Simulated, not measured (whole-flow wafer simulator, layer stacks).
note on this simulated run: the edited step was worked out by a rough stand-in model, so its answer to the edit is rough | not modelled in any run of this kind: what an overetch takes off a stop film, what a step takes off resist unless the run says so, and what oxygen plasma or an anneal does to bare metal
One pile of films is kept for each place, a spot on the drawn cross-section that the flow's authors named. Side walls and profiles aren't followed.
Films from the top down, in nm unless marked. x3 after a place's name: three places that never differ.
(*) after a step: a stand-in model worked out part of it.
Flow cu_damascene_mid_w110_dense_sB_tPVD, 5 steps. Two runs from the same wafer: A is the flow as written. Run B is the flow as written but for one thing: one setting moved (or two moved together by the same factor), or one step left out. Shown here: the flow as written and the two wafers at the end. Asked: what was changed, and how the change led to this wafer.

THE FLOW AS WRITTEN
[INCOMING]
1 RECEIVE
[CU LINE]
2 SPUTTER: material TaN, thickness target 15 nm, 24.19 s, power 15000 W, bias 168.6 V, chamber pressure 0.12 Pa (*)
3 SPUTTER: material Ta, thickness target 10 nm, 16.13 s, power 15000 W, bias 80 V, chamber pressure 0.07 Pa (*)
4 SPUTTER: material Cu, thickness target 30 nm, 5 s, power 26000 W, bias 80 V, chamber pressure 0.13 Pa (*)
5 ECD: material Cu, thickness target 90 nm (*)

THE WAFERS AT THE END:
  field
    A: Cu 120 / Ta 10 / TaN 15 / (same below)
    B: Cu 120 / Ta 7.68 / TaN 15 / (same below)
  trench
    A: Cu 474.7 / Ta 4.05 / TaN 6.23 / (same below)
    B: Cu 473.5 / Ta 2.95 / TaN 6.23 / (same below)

The cause: step 3, SPUTTER: power 11510 W was run, where the flow has power 15000 W.

How the change led to this, step by step:
  3 SPUTTER: material Ta, thickness target 10 nm, 16.13 s, power 15000 W, bias 80 V, chamber pressure 0.07 Pa (*)
      field: A Ta +10 (new film) | B Ta +7.68 (new film)
      trench: A Ta +4.05 (new film) | B Ta +2.95 (new film)
